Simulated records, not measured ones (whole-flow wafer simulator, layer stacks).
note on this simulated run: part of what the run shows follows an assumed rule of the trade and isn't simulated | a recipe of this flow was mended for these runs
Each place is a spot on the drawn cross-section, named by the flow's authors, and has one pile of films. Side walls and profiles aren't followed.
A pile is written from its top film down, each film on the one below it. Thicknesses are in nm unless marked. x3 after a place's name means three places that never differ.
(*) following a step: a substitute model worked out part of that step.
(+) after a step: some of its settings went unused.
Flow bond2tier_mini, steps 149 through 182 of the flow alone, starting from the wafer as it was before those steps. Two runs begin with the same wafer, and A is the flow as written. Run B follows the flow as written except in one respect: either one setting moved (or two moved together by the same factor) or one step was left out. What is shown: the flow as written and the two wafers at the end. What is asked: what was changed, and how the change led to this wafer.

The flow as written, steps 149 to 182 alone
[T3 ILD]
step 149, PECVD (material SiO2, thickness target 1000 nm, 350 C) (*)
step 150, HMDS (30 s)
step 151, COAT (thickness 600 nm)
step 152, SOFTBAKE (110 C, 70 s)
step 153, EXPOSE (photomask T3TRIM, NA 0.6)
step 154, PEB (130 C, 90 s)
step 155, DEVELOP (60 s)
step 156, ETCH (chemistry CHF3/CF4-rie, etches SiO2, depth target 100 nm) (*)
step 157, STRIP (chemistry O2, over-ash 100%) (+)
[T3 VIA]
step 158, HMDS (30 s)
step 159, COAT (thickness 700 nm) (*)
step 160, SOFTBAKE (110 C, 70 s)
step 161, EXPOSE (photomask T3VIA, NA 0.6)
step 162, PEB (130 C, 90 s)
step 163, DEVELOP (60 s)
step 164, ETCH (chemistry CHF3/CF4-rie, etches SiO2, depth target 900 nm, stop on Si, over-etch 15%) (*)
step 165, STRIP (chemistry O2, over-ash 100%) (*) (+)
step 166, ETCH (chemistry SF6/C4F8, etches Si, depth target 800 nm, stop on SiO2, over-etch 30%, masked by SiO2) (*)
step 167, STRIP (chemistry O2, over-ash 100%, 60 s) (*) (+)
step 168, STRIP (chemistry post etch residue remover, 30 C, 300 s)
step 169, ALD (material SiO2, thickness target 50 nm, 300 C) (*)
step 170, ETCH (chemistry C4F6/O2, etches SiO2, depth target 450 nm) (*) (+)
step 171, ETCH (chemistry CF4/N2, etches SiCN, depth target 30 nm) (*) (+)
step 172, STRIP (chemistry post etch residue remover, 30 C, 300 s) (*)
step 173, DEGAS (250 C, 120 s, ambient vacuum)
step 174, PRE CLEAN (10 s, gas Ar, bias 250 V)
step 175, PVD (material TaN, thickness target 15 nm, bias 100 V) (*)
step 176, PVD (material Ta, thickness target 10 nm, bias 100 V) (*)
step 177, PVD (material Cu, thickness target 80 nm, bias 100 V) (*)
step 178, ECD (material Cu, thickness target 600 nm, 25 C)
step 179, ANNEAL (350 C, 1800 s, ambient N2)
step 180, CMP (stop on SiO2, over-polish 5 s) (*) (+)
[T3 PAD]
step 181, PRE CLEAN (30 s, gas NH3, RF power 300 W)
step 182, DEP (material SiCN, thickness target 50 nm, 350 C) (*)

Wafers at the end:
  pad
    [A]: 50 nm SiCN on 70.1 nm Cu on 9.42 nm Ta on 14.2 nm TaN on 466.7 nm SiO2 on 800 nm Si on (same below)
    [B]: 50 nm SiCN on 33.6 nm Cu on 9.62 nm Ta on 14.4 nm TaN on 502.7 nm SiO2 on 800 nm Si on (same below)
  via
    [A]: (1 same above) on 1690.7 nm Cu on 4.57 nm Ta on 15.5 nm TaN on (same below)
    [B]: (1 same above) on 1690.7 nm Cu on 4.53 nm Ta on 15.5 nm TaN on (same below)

What caused this: step 156, ETCH: depth target 64 nm was run, though the flow has depth target 100 nm.

Step by step, how the change led to this:
  step 156, ETCH (chemistry CHF3/CF4-rie, etches SiO2, depth target 100 nm) (*)
      pad, via: A SiO2 loses 100 | B SiO2 loses 64
      field: A thick-KrF-resist loses 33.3 | B thick-KrF-resist loses 21.3
  step 157, STRIP (chemistry O2, over-ash 100%) (+)
      field: A thick-KrF-resist loses 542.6 (all of it) | B thick-KrF-resist loses 554.6 (all of it)
  step 159, COAT (thickness 700 nm) (*)
      field: A thick-KrF-resist gains 656.8 (new film) | B thick-KrF-resist gains 672.1 (new film)
      pad: A thick-KrF-resist gains 744.9 (new film) | B thick-KrF-resist gains 728.9 (new film)
  step 164, ETCH (chemistry CHF3/CF4-rie, etches SiO2, depth target 900 nm, stop on Si, over-etch 15%) (*)
      via: A SiO2 loses 900 (all of it), Si loses 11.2 | B SiO2 loses 936 (all of it), Si loses 8.25
  step 165, STRIP (chemistry O2, over-ash 100%) (*) (+)
      field: A thick-KrF-resist loses 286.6 (all of it) | B thick-KrF-resist loses 301.5 (all of it)
      pad: A thick-KrF-resist loses 372.9 (all of it) | B thick-KrF-resist loses 357.4 (all of it)
  step 177, PVD (material Cu, thickness target 80 nm, bias 100 V) (*)
      pad: A Cu gains 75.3 (new film) | B Cu gains 76.9 (new film)
  step 178, ECD (material Cu, thickness target 600 nm, 25 C)
      pad: A Cu gains 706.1 | B Cu gains 668
